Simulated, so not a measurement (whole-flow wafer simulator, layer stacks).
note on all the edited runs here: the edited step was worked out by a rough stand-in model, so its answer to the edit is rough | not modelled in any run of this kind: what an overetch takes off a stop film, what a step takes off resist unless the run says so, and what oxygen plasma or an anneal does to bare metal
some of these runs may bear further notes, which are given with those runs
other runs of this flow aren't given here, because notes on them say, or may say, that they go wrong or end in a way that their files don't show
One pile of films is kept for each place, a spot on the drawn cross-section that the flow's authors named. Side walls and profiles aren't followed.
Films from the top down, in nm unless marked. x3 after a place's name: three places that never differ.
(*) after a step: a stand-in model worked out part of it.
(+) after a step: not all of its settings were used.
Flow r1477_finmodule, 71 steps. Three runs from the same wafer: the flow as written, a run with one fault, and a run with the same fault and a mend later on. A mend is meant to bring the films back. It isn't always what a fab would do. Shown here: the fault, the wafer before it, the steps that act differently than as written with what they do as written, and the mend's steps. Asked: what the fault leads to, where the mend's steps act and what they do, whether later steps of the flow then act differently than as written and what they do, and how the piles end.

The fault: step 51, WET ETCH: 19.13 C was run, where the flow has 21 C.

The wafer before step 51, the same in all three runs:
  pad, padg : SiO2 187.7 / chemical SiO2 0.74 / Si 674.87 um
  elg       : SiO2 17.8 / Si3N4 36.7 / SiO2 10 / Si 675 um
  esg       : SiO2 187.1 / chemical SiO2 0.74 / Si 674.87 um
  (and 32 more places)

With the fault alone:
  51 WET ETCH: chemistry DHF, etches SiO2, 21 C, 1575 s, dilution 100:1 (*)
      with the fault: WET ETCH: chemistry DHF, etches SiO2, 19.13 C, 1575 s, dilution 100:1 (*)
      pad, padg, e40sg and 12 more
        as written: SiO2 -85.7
        with the fault: SiO2 -79.4
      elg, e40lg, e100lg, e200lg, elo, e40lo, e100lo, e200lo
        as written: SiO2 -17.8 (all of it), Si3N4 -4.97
        with the fault: SiO2 -17.8 (all of it), Si3N4 -4.27
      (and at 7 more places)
  Later steps of the flow that act differently than as written (1 more step differs only slightly, by at most 2% or 0.5 nm, whichever is larger, and isn't shown):
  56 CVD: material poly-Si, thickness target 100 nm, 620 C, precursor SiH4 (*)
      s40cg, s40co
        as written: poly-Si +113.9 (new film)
        with the fault: poly-Si +108.1 (new film)
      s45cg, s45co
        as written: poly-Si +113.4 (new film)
        with the fault: poly-Si +107.5 (new film)
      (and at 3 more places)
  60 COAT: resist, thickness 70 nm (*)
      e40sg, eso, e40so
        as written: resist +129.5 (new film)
        with the fault: resist +124.1 (new film)
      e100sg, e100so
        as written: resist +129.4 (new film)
        with the fault: resist +124.1 (new film)
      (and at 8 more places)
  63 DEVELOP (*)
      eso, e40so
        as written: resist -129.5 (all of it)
        with the fault: resist -124.1 (all of it)
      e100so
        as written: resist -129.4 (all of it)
        with the fault: resist -124.1 (all of it)
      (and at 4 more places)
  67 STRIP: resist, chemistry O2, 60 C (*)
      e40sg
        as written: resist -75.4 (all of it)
        with the fault: resist -70 (all of it)
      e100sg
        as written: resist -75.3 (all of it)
        with the fault: resist -70 (all of it)
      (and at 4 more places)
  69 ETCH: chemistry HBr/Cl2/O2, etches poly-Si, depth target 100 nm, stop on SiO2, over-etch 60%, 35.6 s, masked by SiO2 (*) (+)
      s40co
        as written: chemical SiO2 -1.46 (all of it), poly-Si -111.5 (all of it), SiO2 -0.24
        with the fault: chemical SiO2 -1.43 (all of it), poly-Si -105.7 (all of it), SiO2 -0.27
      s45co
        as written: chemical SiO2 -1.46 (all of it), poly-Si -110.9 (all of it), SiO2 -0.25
        with the fault: chemical SiO2 -1.43 (all of it), poly-Si -105.1 (all of it), SiO2 -0.27
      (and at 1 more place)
  At the end the piles differ from the flow's by more than 2% or 0.5 nm, whichever is larger, at pad, padg, elg and 27 more.
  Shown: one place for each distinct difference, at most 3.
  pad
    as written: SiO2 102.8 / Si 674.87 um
    with the fault: SiO2 109.1 / Si 674.87 um
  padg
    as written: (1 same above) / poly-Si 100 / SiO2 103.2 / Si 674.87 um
    with the fault: (1 same above) / poly-Si 100 / SiO2 109.6 / Si 674.87 um
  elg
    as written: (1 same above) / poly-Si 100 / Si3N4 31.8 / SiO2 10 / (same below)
    with the fault: (1 same above) / poly-Si 100 / Si3N4 32.5 / SiO2 10 / (same below)

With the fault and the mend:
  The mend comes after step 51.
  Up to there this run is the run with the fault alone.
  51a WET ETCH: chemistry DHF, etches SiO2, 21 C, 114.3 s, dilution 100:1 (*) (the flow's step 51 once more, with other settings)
      pad, padg, e40sg and 12 more
        SiO2 -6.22
      elg, e40lg, e100lg, e200lg, elo, e40lo, e100lo, e200lo
        Si3N4 -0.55
      esg, s40cg, s45cg, s50cg, s40co, s45co, s50co
        SiO2 -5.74
  No later step of the flow acts differently than as written, at any place that is followed, by more than 2% or 0.5 nm, whichever is larger.
  At the end the piles differ from the flow's only slightly at the places that both follow, by at most 2% or 0.5 nm, whichever is larger.
